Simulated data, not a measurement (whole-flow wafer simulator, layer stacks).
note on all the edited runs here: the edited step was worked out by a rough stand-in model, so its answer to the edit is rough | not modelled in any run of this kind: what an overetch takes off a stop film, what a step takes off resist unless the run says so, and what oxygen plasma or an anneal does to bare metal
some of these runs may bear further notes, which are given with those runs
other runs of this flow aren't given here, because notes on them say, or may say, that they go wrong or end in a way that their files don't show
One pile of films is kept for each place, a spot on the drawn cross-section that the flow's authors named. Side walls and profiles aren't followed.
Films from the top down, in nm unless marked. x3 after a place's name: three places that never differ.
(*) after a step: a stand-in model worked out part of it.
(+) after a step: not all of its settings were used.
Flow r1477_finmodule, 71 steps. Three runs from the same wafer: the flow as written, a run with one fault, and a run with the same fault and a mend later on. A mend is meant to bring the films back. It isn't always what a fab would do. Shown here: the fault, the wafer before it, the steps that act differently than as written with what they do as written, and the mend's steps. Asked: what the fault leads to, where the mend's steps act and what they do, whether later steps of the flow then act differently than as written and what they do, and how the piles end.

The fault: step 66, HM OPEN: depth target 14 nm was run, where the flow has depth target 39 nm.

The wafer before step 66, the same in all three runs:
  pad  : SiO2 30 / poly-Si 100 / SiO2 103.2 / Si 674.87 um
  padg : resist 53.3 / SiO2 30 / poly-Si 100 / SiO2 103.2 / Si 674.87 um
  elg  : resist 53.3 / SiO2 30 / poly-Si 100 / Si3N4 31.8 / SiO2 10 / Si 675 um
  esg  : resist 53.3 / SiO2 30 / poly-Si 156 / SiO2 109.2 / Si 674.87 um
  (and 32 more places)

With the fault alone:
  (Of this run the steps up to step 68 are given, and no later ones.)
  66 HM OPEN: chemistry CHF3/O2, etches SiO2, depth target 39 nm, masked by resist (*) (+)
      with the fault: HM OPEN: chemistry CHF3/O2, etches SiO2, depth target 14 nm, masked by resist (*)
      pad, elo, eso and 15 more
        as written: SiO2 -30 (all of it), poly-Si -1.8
        with the fault: SiO2 -14
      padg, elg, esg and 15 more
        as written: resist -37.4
        with the fault: resist -13.4
  Later steps of the flow that act differently than as written:
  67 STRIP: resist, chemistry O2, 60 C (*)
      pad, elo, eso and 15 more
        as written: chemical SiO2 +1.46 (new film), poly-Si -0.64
        with the fault: nothing
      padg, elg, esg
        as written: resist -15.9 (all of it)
        with the fault: resist -39.8 (all of it)
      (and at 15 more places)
  After step 68 the piles differ from the flow's by more than 2% or 0.5 nm, whichever is larger, at pad, elo, eso and 15 more.
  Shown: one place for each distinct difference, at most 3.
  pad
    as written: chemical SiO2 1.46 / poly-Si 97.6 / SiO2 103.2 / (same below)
    with the fault: SiO2 16 / poly-Si 100 / SiO2 103.2 / (same below)
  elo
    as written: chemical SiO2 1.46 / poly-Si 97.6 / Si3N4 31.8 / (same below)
    with the fault: SiO2 16 / poly-Si 100 / Si3N4 31.8 / (same below)
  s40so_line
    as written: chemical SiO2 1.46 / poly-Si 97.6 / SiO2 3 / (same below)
    with the fault: SiO2 16 / poly-Si 100 / SiO2 3 / (same below)

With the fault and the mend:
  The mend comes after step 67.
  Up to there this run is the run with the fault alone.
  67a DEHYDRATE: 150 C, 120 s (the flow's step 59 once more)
      changes no film at any place that is followed
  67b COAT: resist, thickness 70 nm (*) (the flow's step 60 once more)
      e40lg, e100lg, e200lg, elo, e40lo, e100lo, e200lo
        resist +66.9 (new film)
      s40sg, s45sg, s40so, s45so
        resist +91 (new film)
      s40sg_line, s45sg_line, s40so_line, s45so_line
        resist +68.5 (new film)
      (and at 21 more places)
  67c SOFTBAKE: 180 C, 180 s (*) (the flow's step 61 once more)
      changes no film at any place that is followed
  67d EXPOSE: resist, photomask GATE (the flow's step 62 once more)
      changes no film at any place that is followed
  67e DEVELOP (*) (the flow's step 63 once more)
      elo, e40lo, e100lo, e200lo
        resist -66.9 (all of it)
      eso, e40so
        resist -129.5 (all of it)
      s40so, s45so
        resist -91 (all of it)
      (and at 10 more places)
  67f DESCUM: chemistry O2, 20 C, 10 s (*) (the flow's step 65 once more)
      padg, elg, esg and 15 more
        resist -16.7
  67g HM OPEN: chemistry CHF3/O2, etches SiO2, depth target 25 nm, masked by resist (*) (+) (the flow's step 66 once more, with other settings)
      pad, elo, eso and 15 more
        SiO2 -16 (all of it), poly-Si -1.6
      padg, elg, esg and 15 more
        resist -23
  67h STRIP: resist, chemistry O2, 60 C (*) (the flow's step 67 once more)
      pad, elo, eso and 15 more
        chemical SiO2 +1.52 (new film), poly-Si -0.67
      elg, esg
        resist -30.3 (all of it)
      e40lg, e100lg
        resist -27.1 (all of it)
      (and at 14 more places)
  No later step of the flow acts differently than as written, at any place that is followed, by more than 2% or 0.5 nm, whichever is larger.
  At the end the piles differ from the flow's only slightly at the places that both follow, by at most 2% or 0.5 nm, whichever is larger.
